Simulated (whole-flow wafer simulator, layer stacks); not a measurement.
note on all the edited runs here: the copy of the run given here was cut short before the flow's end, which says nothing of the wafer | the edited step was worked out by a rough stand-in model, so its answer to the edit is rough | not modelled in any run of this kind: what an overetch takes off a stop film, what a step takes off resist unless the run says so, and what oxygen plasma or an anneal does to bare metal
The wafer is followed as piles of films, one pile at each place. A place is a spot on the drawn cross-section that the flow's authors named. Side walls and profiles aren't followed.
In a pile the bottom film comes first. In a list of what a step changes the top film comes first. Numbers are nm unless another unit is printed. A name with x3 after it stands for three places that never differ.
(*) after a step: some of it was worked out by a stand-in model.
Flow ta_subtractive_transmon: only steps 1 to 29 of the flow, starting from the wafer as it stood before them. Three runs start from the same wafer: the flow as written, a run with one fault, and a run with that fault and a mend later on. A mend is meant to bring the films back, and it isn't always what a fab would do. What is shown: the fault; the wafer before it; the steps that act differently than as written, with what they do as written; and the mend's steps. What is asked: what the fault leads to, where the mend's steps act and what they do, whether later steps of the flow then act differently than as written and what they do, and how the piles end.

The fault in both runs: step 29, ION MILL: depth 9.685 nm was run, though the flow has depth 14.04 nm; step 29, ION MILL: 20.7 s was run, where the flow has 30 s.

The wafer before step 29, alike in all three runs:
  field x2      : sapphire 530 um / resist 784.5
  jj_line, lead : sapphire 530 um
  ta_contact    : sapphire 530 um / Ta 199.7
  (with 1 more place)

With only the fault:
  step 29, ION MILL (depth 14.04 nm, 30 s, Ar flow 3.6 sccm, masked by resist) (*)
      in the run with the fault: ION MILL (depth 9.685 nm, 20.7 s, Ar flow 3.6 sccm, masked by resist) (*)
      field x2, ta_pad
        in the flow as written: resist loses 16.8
        in the run with the fault: resist loses 11.6
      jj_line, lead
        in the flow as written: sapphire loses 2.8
        in the run with the fault: sapphire loses 1.93
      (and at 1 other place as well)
  Every later step of the flow that is run acts as written at every place that is followed.
  At the end the piles are close to the flow's at the places that both follow, differing by at most 2% or 0.5 nm, whichever is larger.

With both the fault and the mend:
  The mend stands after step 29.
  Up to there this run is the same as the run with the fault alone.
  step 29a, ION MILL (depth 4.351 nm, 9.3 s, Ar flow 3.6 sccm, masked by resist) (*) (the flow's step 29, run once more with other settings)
      field x2, ta_pad
        resist loses 5.2
      jj_line, lead
        sapphire loses 0.87
      ta_contact
        Ta loses 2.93
  Every later step of the flow that is run acts as written at every place that is followed.
  The piles end the same as the flow's at every place that both follow.
